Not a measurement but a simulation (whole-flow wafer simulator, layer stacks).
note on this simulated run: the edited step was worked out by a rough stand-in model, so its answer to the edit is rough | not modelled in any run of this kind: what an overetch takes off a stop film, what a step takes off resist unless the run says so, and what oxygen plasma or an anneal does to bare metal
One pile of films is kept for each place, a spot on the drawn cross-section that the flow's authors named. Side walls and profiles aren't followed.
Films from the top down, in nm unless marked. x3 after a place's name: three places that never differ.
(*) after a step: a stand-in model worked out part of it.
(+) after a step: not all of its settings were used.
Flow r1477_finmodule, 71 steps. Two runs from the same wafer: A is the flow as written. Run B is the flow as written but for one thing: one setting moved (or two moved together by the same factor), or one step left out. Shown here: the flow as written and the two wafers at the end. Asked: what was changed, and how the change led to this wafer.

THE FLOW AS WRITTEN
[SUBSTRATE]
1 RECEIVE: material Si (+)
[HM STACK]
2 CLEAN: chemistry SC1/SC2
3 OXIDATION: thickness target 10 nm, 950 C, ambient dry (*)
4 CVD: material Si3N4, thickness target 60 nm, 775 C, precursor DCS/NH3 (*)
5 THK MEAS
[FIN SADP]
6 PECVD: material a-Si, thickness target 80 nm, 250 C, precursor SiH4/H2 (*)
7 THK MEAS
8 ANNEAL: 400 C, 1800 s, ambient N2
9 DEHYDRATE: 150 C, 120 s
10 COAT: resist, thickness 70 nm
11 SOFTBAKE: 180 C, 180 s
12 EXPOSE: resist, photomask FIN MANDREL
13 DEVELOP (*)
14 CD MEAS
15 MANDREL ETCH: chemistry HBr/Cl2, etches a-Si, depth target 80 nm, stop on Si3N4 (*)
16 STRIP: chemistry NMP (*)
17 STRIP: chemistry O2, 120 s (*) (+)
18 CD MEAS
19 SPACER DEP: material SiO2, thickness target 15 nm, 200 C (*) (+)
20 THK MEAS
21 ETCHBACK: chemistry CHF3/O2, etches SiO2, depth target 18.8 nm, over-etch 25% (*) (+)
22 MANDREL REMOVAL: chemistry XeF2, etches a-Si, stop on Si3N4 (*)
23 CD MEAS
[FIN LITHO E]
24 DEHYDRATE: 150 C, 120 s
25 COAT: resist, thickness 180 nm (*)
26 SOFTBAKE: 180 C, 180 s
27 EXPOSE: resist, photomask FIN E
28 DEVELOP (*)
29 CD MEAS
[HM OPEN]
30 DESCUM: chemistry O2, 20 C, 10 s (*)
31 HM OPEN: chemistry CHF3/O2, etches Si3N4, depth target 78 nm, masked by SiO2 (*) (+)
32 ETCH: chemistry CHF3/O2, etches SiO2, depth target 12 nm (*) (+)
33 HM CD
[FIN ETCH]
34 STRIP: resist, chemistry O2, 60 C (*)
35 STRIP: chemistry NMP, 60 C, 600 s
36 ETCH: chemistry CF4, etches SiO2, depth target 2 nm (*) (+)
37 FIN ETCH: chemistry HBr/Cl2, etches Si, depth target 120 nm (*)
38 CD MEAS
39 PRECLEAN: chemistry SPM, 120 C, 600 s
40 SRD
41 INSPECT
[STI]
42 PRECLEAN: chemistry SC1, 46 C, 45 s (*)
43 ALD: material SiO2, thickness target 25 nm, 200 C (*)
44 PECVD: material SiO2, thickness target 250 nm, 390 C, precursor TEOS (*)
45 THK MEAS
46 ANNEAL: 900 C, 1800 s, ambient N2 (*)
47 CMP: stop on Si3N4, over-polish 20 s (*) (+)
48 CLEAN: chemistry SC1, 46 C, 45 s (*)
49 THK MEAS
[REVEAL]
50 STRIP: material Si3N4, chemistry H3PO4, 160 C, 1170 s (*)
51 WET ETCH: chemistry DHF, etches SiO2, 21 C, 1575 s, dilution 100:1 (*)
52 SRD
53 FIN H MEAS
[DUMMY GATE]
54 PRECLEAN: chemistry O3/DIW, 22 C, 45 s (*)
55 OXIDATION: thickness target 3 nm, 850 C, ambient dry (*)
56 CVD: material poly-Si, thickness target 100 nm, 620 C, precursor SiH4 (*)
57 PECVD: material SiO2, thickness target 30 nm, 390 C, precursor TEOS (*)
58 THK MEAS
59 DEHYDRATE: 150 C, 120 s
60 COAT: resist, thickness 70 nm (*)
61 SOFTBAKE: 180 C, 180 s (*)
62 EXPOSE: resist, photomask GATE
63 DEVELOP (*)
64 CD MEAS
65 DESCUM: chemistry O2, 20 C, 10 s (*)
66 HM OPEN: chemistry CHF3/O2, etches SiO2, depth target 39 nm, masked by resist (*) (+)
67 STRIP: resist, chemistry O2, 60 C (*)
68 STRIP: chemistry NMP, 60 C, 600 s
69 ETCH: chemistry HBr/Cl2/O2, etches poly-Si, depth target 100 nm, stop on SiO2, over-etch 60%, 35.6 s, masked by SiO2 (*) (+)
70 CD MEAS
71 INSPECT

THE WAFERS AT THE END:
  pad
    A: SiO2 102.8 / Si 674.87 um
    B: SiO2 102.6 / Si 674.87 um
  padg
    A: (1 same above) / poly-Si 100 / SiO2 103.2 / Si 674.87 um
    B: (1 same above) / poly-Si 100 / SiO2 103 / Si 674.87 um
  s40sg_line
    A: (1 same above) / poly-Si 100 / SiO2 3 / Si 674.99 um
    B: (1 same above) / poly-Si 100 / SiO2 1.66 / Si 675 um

The cause: step 55, OXIDATION: 808 C was run, where the flow has 850 C.

How the change led to this, step by step:
  55 OXIDATION: thickness target 3 nm, 850 C, ambient dry (*)
      s40sg_line, s45sg_line, s50sg_line, s40so_line, s45so_line, s50so_line: A SiO2 +3 (new film), chemical SiO2 -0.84 (all of it), Si -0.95 | B SiO2 +1.66 (new film), chemical SiO2 -0.84 (all of it), Si -0.36
